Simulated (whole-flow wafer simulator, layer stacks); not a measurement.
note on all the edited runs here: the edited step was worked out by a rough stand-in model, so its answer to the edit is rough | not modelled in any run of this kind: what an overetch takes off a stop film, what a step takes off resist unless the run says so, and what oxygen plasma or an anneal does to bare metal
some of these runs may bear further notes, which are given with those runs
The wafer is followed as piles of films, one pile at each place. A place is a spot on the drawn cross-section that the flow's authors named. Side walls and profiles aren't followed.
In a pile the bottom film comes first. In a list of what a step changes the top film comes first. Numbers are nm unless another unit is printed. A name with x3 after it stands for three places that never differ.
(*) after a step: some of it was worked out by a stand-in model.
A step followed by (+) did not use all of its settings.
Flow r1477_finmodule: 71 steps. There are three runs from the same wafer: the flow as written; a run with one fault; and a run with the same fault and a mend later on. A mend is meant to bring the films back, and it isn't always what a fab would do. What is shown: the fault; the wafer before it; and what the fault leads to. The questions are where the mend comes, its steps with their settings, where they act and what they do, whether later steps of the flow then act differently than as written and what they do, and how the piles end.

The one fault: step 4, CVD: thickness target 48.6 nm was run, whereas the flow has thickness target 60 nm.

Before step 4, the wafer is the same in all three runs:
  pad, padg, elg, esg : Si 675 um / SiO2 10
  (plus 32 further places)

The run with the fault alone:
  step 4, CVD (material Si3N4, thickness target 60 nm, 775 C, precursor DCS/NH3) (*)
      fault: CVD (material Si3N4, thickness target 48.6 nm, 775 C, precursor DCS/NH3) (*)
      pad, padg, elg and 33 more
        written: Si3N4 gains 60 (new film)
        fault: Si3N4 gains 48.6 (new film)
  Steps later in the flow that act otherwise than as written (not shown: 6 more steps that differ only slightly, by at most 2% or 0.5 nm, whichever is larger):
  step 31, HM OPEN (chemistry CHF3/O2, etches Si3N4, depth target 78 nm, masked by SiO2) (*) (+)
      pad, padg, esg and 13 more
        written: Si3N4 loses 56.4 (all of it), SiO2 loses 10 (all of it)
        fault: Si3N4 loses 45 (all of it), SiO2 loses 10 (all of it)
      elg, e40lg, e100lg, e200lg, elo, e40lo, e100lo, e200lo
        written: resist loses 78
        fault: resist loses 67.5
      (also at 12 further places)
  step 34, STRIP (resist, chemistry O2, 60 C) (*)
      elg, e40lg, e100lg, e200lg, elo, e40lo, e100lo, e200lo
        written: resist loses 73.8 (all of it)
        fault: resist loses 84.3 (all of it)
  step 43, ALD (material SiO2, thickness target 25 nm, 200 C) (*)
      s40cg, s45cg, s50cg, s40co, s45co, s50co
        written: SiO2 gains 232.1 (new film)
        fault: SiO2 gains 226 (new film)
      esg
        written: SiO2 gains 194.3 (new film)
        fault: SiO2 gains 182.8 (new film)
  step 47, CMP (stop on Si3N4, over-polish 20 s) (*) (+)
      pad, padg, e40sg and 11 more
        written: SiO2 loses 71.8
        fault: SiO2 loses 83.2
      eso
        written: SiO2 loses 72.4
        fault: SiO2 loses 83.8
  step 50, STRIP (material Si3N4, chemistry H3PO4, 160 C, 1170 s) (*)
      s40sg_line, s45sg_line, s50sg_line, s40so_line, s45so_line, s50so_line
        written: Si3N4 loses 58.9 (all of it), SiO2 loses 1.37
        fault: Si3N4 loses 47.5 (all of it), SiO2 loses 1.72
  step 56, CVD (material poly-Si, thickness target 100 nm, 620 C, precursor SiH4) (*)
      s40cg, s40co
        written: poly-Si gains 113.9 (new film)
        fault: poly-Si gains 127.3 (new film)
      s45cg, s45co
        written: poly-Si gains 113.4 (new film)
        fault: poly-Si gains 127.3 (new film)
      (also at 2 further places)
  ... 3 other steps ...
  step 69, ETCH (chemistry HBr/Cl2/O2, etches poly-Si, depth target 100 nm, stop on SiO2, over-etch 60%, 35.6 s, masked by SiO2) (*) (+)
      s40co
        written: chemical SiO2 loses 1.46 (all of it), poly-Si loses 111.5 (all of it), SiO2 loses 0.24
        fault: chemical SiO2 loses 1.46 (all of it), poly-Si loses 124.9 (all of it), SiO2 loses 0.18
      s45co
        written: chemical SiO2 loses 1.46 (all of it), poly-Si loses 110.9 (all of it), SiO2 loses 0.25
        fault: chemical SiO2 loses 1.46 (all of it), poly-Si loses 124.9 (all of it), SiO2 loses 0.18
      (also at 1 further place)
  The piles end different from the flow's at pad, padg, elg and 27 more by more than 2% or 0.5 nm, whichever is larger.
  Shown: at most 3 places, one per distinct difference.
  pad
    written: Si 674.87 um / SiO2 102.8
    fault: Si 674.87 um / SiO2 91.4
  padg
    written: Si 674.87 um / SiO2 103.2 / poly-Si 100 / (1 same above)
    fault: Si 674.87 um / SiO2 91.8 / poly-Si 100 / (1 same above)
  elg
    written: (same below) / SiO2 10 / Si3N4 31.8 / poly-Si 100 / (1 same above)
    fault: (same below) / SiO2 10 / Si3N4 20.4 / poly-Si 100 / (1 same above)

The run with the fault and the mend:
  The mend follows step 5.
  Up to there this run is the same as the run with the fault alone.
  step 5a, CVD (material Si3N4, thickness target 11.4 nm, 775 C, precursor DCS/NH3) (*) (the flow's step 4, run once more with other settings)
      pad, padg, elg and 33 more
        Si3N4 gains 11.4
  None of the later steps of the flow acts differently than as written at any place that is followed.
  The piles end the same as the flow's at every place that both follow.
